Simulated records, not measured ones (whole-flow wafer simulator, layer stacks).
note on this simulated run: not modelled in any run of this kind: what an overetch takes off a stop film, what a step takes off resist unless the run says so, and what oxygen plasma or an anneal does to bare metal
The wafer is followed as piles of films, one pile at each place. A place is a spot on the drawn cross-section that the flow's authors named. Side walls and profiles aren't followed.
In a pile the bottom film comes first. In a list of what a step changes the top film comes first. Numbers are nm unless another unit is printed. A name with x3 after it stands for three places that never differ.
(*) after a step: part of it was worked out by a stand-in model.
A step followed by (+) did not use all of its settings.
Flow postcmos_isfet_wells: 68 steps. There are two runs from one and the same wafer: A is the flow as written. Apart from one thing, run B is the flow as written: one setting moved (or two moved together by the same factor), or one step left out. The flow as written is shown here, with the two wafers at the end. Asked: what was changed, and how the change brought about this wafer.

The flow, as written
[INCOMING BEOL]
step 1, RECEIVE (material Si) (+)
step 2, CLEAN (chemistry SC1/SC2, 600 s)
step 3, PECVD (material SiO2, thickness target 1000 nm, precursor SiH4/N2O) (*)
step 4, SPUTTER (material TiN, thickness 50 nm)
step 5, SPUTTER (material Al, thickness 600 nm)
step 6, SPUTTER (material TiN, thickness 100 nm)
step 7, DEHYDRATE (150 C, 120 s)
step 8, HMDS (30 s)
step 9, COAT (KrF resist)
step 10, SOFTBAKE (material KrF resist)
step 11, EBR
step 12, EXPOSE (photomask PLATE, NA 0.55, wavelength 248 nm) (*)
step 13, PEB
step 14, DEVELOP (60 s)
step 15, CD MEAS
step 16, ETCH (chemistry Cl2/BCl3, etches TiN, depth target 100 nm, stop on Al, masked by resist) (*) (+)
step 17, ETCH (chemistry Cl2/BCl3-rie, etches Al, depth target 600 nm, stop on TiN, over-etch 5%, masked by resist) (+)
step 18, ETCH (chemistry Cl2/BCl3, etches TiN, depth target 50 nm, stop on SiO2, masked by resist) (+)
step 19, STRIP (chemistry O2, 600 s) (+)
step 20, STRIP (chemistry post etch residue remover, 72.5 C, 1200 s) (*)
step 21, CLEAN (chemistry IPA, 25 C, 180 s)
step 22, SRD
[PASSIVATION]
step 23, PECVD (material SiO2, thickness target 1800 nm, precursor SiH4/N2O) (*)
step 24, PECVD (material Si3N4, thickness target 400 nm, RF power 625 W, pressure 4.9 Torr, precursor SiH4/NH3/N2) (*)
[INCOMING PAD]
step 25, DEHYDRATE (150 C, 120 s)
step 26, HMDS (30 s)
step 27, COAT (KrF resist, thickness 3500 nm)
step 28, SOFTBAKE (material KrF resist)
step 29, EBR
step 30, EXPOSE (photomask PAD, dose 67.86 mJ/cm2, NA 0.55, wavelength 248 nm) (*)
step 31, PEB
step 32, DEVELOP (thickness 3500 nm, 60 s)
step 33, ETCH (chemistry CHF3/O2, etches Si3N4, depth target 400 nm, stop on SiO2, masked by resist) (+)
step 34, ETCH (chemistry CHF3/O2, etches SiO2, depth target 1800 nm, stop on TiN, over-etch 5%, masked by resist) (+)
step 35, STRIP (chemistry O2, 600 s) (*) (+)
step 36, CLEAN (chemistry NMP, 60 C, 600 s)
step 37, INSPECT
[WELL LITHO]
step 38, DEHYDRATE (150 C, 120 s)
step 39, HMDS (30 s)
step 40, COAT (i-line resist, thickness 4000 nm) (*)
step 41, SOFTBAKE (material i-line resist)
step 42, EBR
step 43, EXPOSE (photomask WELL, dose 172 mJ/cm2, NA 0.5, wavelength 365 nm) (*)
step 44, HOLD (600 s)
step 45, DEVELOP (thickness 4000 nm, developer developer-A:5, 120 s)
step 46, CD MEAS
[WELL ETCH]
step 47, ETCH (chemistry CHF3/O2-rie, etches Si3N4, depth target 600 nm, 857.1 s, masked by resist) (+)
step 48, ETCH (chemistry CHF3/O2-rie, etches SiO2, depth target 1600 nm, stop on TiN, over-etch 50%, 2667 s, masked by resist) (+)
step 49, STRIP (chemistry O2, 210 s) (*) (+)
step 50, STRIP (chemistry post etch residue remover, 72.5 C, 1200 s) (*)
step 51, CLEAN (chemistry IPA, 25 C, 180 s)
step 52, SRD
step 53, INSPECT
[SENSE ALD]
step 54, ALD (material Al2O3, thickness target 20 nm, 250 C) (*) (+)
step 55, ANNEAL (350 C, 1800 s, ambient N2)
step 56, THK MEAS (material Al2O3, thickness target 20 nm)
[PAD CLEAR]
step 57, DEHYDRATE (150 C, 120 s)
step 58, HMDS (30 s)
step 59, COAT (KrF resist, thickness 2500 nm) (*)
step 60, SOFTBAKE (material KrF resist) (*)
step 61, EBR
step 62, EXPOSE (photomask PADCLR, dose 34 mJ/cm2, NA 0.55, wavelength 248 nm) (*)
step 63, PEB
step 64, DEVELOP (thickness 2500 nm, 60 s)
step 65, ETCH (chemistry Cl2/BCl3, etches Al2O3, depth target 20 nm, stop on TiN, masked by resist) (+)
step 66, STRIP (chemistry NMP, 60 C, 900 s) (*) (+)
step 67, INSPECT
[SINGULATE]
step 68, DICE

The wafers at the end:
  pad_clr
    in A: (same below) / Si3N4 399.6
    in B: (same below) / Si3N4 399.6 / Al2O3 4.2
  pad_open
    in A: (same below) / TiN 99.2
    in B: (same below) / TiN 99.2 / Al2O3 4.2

The reason: step 65, ETCH: depth target 15.8 nm was run, while the flow as written has depth target 20 nm.

How this came from the change, step by step:
  step 65, ETCH (chemistry Cl2/BCl3, etches Al2O3, depth target 20 nm, stop on TiN, masked by resist) (+)
      pad_clr, pad_open: A -20 Al2O3 (all of it) | B -15.8 Al2O3
      field, margin, pad_rim: A -25 KrF resist | B -19.8 KrF resist
